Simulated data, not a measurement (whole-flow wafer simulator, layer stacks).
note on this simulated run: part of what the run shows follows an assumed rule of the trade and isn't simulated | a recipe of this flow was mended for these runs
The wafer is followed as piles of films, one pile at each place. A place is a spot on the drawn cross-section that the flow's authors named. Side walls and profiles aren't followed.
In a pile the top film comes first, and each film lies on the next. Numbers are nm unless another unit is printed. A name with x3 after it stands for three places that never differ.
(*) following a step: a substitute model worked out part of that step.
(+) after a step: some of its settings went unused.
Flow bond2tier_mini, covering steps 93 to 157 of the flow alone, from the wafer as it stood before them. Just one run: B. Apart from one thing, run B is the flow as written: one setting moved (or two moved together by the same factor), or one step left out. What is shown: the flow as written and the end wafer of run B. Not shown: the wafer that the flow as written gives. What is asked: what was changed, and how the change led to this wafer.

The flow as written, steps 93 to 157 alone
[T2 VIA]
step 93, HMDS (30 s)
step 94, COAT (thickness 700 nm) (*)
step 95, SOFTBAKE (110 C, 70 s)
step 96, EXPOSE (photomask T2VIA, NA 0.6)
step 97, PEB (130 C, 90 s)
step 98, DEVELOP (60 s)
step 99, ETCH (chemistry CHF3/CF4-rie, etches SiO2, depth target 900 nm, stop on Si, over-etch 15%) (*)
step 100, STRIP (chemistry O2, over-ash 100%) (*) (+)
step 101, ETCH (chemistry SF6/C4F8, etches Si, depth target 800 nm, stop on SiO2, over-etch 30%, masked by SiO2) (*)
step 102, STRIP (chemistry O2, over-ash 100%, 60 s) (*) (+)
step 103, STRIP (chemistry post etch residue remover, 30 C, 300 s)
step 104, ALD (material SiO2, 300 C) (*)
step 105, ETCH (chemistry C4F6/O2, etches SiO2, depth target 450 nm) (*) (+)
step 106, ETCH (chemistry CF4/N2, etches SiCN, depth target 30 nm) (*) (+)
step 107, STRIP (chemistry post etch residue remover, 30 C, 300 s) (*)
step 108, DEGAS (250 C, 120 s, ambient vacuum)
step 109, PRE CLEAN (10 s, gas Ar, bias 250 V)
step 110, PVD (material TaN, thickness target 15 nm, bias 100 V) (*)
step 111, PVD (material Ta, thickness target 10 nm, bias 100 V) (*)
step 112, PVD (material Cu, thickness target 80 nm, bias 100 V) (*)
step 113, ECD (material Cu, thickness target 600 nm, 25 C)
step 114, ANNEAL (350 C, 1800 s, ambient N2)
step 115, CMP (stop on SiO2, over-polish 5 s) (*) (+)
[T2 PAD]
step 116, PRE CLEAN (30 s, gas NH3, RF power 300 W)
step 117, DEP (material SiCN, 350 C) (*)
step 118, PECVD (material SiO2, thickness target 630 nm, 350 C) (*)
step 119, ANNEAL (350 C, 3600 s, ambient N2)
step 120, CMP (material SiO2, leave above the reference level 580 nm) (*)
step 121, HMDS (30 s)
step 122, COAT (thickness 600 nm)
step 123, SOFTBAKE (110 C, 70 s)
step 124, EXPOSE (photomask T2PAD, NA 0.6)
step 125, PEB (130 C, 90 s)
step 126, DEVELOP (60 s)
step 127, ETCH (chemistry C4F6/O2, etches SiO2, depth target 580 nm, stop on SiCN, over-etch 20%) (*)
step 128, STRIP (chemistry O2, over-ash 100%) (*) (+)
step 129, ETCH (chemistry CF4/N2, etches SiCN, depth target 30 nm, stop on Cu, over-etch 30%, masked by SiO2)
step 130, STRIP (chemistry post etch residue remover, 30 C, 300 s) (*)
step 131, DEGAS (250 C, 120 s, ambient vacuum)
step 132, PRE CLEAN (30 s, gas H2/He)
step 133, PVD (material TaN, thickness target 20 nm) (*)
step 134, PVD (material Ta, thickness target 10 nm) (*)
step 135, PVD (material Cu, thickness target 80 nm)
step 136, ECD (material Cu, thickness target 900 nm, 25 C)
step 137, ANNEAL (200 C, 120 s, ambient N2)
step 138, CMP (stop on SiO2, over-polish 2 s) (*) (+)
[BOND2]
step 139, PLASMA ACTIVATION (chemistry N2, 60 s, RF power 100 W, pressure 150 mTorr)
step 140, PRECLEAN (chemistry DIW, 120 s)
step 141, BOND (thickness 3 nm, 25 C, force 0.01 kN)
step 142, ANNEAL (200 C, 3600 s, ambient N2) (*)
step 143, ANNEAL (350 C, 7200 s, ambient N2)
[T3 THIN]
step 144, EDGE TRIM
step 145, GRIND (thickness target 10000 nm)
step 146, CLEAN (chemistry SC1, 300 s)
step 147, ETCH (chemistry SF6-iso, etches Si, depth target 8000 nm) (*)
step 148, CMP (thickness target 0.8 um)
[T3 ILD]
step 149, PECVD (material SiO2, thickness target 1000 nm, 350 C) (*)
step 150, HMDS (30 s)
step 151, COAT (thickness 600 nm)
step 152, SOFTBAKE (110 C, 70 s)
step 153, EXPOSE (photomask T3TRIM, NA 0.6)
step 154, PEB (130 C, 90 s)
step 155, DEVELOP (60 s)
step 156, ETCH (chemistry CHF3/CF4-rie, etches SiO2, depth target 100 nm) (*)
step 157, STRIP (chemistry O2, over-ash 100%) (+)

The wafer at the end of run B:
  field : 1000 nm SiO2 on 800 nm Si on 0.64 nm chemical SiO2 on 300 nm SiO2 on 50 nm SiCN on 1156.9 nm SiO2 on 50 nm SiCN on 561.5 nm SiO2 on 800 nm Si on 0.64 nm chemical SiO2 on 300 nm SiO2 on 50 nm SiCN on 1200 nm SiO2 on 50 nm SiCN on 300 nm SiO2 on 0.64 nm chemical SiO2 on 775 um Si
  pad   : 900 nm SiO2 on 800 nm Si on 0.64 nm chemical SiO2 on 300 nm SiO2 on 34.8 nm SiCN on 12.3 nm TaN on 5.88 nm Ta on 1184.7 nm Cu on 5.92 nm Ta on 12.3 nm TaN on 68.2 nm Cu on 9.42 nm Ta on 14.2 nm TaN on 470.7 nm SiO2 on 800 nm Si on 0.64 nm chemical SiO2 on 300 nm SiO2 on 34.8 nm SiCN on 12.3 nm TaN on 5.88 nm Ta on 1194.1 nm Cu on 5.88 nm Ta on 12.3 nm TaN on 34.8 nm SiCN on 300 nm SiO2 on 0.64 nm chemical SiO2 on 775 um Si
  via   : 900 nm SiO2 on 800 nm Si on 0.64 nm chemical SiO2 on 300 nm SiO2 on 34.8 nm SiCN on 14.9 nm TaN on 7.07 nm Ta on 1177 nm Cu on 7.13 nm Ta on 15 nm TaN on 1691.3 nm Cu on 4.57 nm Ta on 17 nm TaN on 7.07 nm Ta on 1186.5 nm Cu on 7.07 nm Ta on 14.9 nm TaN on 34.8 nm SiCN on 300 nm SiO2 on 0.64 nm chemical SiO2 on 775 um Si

What caused this: step 106, ETCH: depth target 24 nm was run, though the flow has depth target 30 nm.

Step by step, how the change led to this:
  step 106, ETCH (chemistry CF4/N2, etches SiCN, depth target 30 nm) (*) (+)
      field, pad: -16 SiO2 (as written it would have been: -20 SiO2)
      via: -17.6 SiCN (all of it), -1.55 TaN (as written it would have been: -17.6 SiCN (all of it), -3.01 TaN)
